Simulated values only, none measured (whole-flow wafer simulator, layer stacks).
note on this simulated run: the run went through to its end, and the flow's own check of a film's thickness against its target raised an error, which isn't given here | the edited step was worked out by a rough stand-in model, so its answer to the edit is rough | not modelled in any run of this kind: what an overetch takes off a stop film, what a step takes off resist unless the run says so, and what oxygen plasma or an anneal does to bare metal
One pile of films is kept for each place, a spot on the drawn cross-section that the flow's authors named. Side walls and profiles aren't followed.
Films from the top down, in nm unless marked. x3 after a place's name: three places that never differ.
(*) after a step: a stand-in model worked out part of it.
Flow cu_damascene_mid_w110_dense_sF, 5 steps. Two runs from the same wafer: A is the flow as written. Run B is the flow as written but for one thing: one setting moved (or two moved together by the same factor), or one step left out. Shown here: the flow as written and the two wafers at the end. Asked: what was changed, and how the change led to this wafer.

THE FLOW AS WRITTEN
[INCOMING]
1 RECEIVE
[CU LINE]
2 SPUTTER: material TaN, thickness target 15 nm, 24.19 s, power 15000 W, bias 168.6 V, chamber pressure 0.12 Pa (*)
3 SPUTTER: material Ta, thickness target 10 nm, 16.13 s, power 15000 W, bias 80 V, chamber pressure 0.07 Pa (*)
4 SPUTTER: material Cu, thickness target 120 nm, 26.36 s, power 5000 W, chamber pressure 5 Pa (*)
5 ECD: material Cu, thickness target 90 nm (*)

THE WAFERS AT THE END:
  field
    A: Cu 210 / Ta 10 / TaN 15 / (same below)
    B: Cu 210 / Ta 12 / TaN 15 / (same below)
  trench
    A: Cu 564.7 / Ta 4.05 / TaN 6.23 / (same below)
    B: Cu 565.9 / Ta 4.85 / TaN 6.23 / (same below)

The cause: step 3, SPUTTER: thickness target 12 nm was run, where the flow has thickness target 10 nm; step 3, SPUTTER: 19.36 s was run, where the flow has 16.13 s.
It can be read off the wafer: field has Ta 12, and step 3 as written asks for 10 nm.

How the change led to this, step by step:
  3 SPUTTER: material Ta, thickness target 10 nm, 16.13 s, power 15000 W, bias 80 V, chamber pressure 0.07 Pa (*)
      field: A Ta +10 (new film) | B Ta +12 (new film)
      trench: A Ta +4.05 (new film) | B Ta +4.85 (new film)
